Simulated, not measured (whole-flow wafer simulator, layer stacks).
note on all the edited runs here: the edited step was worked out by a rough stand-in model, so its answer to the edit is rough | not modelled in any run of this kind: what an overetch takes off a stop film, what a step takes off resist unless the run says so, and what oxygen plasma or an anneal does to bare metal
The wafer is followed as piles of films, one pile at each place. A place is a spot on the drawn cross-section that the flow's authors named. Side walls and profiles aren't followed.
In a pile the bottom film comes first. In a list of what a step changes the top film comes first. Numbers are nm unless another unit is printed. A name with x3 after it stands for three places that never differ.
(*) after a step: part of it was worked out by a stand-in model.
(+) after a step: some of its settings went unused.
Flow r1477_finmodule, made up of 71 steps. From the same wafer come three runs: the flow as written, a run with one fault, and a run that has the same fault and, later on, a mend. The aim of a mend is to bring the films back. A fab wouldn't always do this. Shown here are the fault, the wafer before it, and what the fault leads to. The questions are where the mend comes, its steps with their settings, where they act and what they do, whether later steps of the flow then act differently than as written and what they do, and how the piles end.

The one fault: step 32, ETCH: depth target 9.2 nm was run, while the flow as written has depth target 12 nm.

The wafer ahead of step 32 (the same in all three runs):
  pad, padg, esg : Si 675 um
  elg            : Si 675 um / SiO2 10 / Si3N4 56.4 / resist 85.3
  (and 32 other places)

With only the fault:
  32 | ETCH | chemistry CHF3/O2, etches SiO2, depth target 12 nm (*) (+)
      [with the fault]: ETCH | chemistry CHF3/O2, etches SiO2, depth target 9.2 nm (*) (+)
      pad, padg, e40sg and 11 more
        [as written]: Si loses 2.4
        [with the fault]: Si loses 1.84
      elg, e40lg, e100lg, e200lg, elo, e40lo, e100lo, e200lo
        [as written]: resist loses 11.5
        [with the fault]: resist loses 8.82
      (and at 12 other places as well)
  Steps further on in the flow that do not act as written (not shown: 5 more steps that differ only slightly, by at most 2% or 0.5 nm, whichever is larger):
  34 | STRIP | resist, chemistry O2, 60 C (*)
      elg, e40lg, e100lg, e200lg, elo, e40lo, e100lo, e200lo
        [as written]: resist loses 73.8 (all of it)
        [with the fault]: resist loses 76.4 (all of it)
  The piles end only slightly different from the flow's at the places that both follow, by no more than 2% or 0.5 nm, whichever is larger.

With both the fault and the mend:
  After step 32 comes the mend.
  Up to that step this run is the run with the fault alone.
  32a | ETCH | chemistry CHF3/O2, etches SiO2, depth target 2.8 nm (*) (the flow's step 32 again, with other settings)
      pad, padg, e40sg and 11 more
        Si loses 0.56
      elg, e40lg, e100lg, e200lg, elo, e40lo, e100lo, e200lo
        resist loses 2.68
      s40sg_line, s45sg_line, s50sg_line, s40so_line, s45so_line, s50so_line
        SiO2 loses 2.8
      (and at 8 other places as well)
  None of the later steps of the flow differs from how it acts as written, at any place that is followed, by more than 2% or 0.5 nm, whichever is larger.
  The piles end only slightly different from the flow's at the places that both follow, by no more than 2% or 0.5 nm, whichever is larger.
